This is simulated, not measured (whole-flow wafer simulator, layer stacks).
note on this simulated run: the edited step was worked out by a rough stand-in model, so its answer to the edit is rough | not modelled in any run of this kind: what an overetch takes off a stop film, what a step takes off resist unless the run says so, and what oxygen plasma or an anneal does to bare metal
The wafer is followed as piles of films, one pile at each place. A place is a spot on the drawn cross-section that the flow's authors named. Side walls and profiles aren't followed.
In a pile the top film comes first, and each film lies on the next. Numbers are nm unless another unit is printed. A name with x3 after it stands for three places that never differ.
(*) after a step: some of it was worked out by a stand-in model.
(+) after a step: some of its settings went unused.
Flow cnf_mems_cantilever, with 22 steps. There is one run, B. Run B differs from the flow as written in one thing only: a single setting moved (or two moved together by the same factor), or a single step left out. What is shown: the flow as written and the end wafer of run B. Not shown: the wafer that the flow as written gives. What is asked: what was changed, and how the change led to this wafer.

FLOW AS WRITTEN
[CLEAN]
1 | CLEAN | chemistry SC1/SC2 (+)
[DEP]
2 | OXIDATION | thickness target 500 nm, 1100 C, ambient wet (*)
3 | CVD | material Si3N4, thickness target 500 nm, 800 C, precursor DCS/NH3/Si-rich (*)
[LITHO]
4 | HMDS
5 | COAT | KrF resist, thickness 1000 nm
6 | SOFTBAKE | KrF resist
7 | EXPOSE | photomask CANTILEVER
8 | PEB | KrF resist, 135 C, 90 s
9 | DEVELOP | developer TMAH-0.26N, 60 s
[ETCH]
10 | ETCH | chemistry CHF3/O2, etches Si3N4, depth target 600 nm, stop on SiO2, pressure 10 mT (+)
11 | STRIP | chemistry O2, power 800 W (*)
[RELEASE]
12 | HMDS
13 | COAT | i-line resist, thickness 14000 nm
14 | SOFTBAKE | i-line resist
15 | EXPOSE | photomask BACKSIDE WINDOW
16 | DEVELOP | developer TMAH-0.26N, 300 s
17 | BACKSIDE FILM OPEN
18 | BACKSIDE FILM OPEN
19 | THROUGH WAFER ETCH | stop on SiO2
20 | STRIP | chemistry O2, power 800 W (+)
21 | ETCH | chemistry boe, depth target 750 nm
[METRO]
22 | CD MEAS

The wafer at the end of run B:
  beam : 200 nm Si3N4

Cause: step 3, CVD: thickness target 200 nm was run, while the flow as written has thickness target 500 nm.
One can read it off the wafer: beam has Si3N4 200, and step 3 as written asks for 500 nm.

The path from the change to this, step by step:
  3 | CVD | material Si3N4, thickness target 500 nm, 800 C, precursor DCS/NH3/Si-rich (*)
      field, beam: Si3N4 gains 200 (new film) (as written it would have been: Si3N4 gains 500 (new film))
  10 | ETCH | chemistry CHF3/O2, etches Si3N4, depth target 600 nm, stop on SiO2, pressure 10 mT (+)
      field: Si3N4 loses 200 (all of it) (as written it would have been: Si3N4 loses 500 (all of it))
      beam: KrF resist loses 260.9 (as written it would have been: KrF resist loses 521.7)
  11 | STRIP | chemistry O2, power 800 W (*)
      beam: KrF resist loses 680.8 (all of it) (as written it would have been: KrF resist loses 419.9 (all of it))
